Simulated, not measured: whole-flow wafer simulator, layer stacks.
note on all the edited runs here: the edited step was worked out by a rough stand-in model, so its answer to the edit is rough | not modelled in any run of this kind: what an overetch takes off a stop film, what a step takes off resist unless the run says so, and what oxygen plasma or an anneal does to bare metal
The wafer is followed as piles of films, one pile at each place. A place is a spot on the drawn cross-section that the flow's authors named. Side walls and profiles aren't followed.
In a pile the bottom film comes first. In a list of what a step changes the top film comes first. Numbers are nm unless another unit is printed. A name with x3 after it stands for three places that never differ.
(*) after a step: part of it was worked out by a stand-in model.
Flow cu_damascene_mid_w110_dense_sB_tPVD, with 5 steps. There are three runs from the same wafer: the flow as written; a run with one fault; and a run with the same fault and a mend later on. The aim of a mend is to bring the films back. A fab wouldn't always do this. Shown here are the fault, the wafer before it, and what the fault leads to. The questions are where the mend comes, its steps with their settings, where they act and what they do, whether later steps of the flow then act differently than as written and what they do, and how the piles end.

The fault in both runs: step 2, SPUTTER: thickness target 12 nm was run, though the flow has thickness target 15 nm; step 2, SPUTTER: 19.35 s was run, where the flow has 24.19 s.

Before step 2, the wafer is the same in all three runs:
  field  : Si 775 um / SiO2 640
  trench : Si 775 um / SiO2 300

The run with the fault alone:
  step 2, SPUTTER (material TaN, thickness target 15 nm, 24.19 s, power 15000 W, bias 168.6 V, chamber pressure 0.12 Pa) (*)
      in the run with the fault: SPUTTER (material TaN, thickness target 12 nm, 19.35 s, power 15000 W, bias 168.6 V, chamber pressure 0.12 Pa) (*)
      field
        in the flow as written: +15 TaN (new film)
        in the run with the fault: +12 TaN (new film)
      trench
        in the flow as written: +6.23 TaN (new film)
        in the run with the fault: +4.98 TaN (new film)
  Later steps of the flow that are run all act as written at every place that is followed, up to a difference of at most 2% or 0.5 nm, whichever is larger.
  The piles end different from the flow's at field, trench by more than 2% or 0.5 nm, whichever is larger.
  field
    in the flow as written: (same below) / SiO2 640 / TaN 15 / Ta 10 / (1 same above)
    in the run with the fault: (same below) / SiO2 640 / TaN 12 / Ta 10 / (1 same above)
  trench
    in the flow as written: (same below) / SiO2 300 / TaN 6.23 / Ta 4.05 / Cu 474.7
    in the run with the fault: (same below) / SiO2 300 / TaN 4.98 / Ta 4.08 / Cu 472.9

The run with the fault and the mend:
  The mend stands after step 2.
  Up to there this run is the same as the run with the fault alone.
  step 2a, SPUTTER (material TaN, thickness target 3 nm, 4.838 s, power 15000 W, bias 168.6 V, chamber pressure 0.12 Pa) (*) (the flow's step 2, run once more with other settings)
      field
        +3 TaN
      trench
        +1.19 TaN
  Later steps of the flow that are run all act as written at every place that is followed, up to a difference of at most 2% or 0.5 nm, whichever is larger.
  At the end the piles are close to the flow's at the places that both follow, differing by at most 2% or 0.5 nm, whichever is larger.
